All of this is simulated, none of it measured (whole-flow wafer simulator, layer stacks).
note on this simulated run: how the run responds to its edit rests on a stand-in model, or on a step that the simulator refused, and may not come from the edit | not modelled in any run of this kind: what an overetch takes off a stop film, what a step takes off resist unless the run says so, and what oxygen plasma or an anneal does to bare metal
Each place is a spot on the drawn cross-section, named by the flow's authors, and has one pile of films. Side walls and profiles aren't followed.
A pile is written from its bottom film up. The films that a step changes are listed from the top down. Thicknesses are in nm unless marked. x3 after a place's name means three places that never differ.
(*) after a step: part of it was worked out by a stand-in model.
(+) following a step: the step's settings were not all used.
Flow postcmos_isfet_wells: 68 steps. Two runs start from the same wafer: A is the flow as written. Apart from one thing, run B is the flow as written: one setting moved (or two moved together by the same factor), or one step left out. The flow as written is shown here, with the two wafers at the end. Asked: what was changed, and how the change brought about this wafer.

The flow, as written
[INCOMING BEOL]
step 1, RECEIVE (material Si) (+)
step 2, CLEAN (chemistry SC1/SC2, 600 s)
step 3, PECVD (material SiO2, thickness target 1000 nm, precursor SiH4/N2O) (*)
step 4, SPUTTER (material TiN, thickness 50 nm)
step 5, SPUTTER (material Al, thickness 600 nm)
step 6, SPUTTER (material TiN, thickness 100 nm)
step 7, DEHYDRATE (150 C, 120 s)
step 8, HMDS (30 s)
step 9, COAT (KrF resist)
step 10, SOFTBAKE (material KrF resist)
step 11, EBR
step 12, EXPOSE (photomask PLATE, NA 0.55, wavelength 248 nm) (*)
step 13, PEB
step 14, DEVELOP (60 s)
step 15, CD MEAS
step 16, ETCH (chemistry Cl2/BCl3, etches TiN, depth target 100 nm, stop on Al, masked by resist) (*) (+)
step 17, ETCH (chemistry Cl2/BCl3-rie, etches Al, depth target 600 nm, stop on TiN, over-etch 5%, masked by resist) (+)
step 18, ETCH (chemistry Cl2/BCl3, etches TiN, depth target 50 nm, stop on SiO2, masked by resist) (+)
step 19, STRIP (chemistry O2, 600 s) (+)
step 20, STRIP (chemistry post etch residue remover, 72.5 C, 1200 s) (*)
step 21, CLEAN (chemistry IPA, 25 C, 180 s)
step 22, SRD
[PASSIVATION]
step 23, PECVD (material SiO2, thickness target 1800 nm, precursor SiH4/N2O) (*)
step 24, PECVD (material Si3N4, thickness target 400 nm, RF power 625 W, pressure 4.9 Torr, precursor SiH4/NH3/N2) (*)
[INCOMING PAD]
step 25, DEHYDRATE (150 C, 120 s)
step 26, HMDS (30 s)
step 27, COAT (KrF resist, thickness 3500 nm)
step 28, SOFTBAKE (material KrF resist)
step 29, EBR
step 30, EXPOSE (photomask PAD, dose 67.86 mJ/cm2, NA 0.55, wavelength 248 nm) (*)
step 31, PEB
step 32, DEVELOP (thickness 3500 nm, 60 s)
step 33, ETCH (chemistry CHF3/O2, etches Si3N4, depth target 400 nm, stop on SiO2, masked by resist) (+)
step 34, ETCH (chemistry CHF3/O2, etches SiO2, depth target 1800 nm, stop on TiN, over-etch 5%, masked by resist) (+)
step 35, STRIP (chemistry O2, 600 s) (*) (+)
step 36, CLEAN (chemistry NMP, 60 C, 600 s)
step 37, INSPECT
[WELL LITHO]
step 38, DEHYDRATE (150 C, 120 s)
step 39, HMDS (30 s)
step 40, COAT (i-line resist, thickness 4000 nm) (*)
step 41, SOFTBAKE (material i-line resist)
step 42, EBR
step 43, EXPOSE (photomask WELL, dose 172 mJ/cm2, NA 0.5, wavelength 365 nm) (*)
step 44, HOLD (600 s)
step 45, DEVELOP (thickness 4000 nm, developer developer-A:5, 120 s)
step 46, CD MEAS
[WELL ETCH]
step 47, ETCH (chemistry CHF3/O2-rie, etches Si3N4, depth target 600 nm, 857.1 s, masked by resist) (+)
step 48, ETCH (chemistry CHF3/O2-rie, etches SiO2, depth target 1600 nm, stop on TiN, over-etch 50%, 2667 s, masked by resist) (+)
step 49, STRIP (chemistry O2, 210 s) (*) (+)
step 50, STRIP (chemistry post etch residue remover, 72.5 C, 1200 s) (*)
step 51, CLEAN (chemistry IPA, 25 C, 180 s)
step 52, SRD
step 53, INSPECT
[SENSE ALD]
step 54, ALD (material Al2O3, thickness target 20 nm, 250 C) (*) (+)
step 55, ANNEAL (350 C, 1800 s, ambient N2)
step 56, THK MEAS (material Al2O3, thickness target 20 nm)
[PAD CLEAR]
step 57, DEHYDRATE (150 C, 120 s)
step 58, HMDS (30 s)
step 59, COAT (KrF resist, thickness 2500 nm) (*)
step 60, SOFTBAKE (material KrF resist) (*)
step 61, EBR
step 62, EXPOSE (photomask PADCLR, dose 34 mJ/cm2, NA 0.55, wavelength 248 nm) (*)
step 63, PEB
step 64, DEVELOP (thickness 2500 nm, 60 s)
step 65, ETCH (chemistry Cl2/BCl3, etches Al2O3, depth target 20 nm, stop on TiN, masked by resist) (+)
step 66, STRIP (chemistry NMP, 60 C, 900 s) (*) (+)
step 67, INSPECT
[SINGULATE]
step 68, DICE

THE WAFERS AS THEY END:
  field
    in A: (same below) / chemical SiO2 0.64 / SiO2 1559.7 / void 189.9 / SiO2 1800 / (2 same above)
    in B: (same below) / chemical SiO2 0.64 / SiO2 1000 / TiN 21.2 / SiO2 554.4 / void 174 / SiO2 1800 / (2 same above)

What caused this: step 18, ETCH: depth target 28.4 nm was run, whereas the flow has depth target 50 nm.

The path from the change to this, step by step:
  step 18, ETCH (chemistry Cl2/BCl3, etches TiN, depth target 50 nm, stop on SiO2, masked by resist) (+)
      field: A -50 TiN (all of it) | B -28.4 TiN
      margin, well900, well1300 x3, pad_rim, pad_clr, pad_open: A -20 KrF resist | B -11.4 KrF resist
  step 23, PECVD (material SiO2, thickness target 1800 nm, precursor SiH4/N2O) (*)
      field: A +1800 SiO2 (new film), +189.9 void (new film), +559.7 SiO2 | B +1800 SiO2 (new film), +174 void (new film), +554.4 SiO2 (new film)
Taking metal films that touch as one body, field has 1 body; the flow as written gives 0 bodies.
